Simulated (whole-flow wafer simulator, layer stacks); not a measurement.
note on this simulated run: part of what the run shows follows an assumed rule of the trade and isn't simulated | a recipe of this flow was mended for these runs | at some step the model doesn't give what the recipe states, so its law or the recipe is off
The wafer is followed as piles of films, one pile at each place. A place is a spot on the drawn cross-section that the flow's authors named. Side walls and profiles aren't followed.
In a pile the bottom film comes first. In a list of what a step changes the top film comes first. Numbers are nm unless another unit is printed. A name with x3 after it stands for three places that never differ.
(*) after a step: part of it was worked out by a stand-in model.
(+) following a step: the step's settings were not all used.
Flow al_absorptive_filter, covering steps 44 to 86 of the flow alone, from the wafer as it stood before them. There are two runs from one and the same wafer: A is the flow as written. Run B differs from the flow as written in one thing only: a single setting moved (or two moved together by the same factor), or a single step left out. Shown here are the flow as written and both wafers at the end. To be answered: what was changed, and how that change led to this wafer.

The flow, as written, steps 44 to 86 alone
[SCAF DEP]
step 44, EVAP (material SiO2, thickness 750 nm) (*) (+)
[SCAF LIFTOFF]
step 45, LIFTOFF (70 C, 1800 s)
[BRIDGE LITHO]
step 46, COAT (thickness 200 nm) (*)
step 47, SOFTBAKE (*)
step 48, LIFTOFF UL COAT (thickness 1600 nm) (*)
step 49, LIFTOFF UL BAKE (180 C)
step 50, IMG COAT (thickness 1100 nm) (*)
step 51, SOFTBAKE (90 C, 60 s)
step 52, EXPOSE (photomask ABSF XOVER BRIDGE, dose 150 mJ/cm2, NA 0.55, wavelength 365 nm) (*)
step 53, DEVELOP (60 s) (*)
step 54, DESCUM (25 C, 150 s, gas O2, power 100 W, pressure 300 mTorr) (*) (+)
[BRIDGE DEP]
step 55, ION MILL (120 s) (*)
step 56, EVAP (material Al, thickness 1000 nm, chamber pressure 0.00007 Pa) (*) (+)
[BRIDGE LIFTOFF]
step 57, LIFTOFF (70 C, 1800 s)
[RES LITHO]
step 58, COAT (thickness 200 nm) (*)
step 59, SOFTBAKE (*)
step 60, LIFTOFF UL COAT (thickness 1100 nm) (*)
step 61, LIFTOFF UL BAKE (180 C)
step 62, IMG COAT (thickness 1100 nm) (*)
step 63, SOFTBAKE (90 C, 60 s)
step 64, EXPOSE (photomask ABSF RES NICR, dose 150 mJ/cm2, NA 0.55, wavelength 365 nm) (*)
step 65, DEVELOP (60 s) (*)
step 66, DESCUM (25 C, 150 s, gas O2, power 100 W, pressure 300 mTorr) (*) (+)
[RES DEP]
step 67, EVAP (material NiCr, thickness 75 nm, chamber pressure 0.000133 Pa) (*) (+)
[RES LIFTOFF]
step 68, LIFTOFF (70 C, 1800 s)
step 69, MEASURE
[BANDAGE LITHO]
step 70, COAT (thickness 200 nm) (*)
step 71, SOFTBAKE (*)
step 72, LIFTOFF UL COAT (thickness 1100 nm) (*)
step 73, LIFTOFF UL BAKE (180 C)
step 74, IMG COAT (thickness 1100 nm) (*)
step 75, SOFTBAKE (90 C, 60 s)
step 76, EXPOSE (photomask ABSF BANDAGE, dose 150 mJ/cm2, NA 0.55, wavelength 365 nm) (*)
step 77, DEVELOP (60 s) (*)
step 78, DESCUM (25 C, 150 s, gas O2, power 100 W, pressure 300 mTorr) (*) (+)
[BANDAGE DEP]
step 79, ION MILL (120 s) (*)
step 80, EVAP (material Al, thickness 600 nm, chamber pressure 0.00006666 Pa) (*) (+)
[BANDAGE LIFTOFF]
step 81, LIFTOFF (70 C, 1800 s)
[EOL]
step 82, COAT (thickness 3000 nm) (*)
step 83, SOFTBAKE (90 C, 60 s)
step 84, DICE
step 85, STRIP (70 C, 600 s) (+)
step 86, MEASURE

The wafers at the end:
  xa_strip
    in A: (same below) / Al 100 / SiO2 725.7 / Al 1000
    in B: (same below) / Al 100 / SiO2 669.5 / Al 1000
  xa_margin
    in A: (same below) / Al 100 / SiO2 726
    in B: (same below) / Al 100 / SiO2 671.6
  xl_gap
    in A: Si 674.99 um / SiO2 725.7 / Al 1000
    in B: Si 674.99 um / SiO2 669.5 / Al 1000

What caused this: step 44, EVAP: thickness 693.8 nm was run, whereas the flow has thickness 750 nm.

How this came from the change, step by step:
  step 44, EVAP (material SiO2, thickness 750 nm) (*) (+)
      gnd, pad_far, pad_near and 10 more: A +750 SiO2 (new film) | B +693.8 SiO2 (new film)
      xa_margin: A +726 SiO2 (new film) | B +671.6 SiO2 (new film)
  step 45, LIFTOFF (70 C, 1800 s)
      gnd, xa_field, xl_land, idc_field: A -750 SiO2 (all of it), -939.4 i-line-resist (all of it), -1100 lift-off-underlayer (all of it), -200 acrylic-e-beam-resist (all of it) | B -693.8 SiO2 (all of it), -939.4 i-line-resist (all of it), -1100 lift-off-underlayer (all of it), -200 acrylic-e-beam-resist (all of it)
      pad_far: A -750 SiO2 (all of it), -937 i-line-resist (all of it), -1092.7 lift-off-underlayer (all of it), -198.5 acrylic-e-beam-resist (all of it) | B -693.8 SiO2 (all of it), -937 i-line-resist (all of it), -1092.7 lift-off-underlayer (all of it), -198.5 acrylic-e-beam-resist (all of it)
      (also at 5 further places)
  step 46, COAT (thickness 200 nm) (*)
      xa_margin: A +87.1 acrylic-e-beam-resist (new film) | B +88.9 acrylic-e-beam-resist (new film)
      xa_strip: A +156.7 acrylic-e-beam-resist (new film) | B +161.2 acrylic-e-beam-resist (new film)
      (also at 2 further places)
  step 48, LIFTOFF UL COAT (thickness 1600 nm) (*)
      xa_margin: A +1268 lift-off-underlayer (new film) | B +1295.9 lift-off-underlayer (new film)
      xl_gap: A +1316.9 lift-off-underlayer (new film) | B +1344.7 lift-off-underlayer (new film)
  step 53, DEVELOP (60 s) (*)
      xl_gap: A -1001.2 i-line-resist (all of it), -1316.9 lift-off-underlayer (all of it) | B -1010.8 i-line-resist (all of it), -1344.7 lift-off-underlayer (all of it)
  step 54, DESCUM (25 C, 150 s, gas O2, power 100 W, pressure 300 mTorr) (*) (+)
      xa_strip: A -156.7 acrylic-e-beam-resist (all of it) | B -161.2 acrylic-e-beam-resist (all of it)
      xl_gap: A -97.9 acrylic-e-beam-resist (all of it) | B -102.1 acrylic-e-beam-resist (all of it)
      (also at 1 further place)
  step 57, LIFTOFF (70 C, 1800 s)
      xa_margin: A -1000 Al (all of it), -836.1 i-line-resist (all of it), -1268 lift-off-underlayer (all of it), -87.1 acrylic-e-beam-resist (all of it) | B -1000 Al (all of it), -846.7 i-line-resist (all of it), -1295.9 lift-off-underlayer (all of it), -88.9 acrylic-e-beam-resist (all of it)
  step 58, COAT (thickness 200 nm) (*)
      xa_margin: A +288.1 acrylic-e-beam-resist (new film) | B +297.2 acrylic-e-beam-resist (new film)
      xa_strip: A +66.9 acrylic-e-beam-resist (new film) | B +69.5 acrylic-e-beam-resist (new film)
      (also at 2 further places)
  step 60, LIFTOFF UL COAT (thickness 1100 nm) (*)
      xa_strip: A +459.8 lift-off-underlayer (new film) | B +471.4 lift-off-underlayer (new film)
      xl_gap: A +831.4 lift-off-underlayer (new film) | B +855.9 lift-off-underlayer (new film)
      (also at 1 further place)
  step 62, IMG COAT (thickness 1100 nm) (*)
      xa_margin: A +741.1 i-line-resist (new film) | B +756.6 i-line-resist (new film)
      xa_strip: A +577.9 i-line-resist (new film) | B +598.6 i-line-resist (new film)
  step 68, LIFTOFF (70 C, 1800 s)
      xa_margin: A -75 NiCr (all of it), -598.1 i-line-resist (all of it), -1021 lift-off-underlayer (all of it), -288.1 acrylic-e-beam-resist (all of it) | B -75 NiCr (all of it), -613.7 i-line-resist (all of it), -1032.4 lift-off-underlayer (all of it), -297.2 acrylic-e-beam-resist (all of it)
      xa_strip: A -75 NiCr (all of it), -433.3 i-line-resist (all of it), -459.8 lift-off-underlayer (all of it), -66.9 acrylic-e-beam-resist (all of it) | B -75 NiCr (all of it), -454 i-line-resist (all of it), -471.4 lift-off-underlayer (all of it), -69.5 acrylic-e-beam-resist (all of it)
      (also at 2 further places)
  step 70, COAT (thickness 200 nm) (*)
      xa_margin: A +288.1 acrylic-e-beam-resist (new film) | B +297.2 acrylic-e-beam-resist (new film)
      xa_strip: A +66.9 acrylic-e-beam-resist (new film) | B +69.5 acrylic-e-beam-resist (new film)
      (also at 2 further places)
  step 72, LIFTOFF UL COAT (thickness 1100 nm) (*)
      xa_strip: A +459.8 lift-off-underlayer (new film) | B +471.4 lift-off-underlayer (new film)
      xl_gap: A +837.4 lift-off-underlayer (new film) | B +861.5 lift-off-underlayer (new film)
      (also at 1 further place)
  step 74, IMG COAT (thickness 1100 nm) (*)
      xa_margin: A +741.1 i-line-resist (new film) | B +756.6 i-line-resist (new film)
      xa_strip: A +577.9 i-line-resist (new film) | B +598.6 i-line-resist (new film)
      (also at 1 further place)
  step 81, LIFTOFF (70 C, 1800 s)
      xa_margin: A -600 Al (all of it), -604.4 i-line-resist (all of it), -1021 lift-off-underlayer (all of it), -288.1 acrylic-e-beam-resist (all of it) | B -600 Al (all of it), -620 i-line-resist (all of it), -1032.4 lift-off-underlayer (all of it), -297.2 acrylic-e-beam-resist (all of it)
      xa_strip: A -600 Al (all of it), -439.6 i-line-resist (all of it), -459.8 lift-off-underlayer (all of it), -66.9 acrylic-e-beam-resist (all of it) | B -600 Al (all of it), -460.3 i-line-resist (all of it), -471.4 lift-off-underlayer (all of it), -69.5 acrylic-e-beam-resist (all of it)
      (also at 2 further places)
  step 82, COAT (thickness 3000 nm) (*)
      xa_strip: A +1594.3 i-line-resist (new film) | B +1635.4 i-line-resist (new film)
  ... 1 further step ...
  step 85, STRIP (70 C, 600 s) (+)
      xa_strip: A -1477 i-line-resist (all of it) | B -1522.5 i-line-resist (all of it)
      xl_turn: A -2330.6 i-line-resist (all of it) | B -2378.7 i-line-resist (all of it)
